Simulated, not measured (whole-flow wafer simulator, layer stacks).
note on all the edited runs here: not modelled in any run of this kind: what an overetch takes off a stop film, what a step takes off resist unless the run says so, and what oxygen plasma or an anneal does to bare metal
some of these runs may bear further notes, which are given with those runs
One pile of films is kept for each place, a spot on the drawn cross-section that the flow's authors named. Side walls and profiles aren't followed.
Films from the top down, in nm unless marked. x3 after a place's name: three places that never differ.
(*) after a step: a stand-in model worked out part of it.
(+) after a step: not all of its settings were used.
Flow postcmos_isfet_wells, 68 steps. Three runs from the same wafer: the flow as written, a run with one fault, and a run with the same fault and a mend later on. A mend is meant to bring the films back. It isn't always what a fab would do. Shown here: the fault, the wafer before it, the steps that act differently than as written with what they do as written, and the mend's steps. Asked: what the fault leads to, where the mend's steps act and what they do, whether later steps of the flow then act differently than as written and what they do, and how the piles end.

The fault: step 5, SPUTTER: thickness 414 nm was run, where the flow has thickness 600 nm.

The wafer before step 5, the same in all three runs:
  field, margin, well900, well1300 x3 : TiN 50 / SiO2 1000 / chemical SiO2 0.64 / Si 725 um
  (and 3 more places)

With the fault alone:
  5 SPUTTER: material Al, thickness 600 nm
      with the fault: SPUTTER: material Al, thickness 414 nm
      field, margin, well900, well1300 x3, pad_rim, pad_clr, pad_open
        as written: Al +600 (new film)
        with the fault: Al +414 (new film)
  Later steps of the flow that act differently than as written:
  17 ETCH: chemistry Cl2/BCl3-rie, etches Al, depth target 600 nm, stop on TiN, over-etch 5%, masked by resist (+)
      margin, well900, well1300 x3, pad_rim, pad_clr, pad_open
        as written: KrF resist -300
        with the fault: KrF resist -217.4
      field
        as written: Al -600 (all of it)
        with the fault: Al -414 (all of it)
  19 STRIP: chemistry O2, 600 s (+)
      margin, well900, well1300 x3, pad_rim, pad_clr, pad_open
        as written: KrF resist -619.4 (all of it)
        with the fault: KrF resist -702 (all of it)
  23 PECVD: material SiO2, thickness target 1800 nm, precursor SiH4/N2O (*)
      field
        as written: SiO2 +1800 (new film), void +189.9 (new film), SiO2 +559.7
        with the fault: SiO2 +2363.6
  At the end the piles differ from the flow's by more than 2% or 0.5 nm, whichever is larger, at field, margin, well900, well1300 x3, pad_rim, pad_clr, pad_open.
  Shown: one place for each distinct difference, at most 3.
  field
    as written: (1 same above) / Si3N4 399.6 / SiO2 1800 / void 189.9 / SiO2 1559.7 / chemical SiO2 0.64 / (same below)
    with the fault: (1 same above) / Si3N4 399.6 / SiO2 3363.6 / chemical SiO2 0.64 / (same below)
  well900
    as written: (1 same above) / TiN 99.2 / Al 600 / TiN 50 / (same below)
    with the fault: (1 same above) / TiN 99.2 / Al 414 / TiN 50 / (same below)
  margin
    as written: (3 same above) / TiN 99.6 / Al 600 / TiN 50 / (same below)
    with the fault: (3 same above) / TiN 99.6 / Al 414 / TiN 50 / (same below)

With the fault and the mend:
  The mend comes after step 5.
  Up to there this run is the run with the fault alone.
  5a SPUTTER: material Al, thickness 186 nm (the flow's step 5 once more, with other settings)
      field, margin, well900, well1300 x3, pad_rim, pad_clr, pad_open
        Al +186
  No later step of the flow acts differently than as written at any place that is followed.
  At the end the piles are the same as the flow's at every place that both follow.
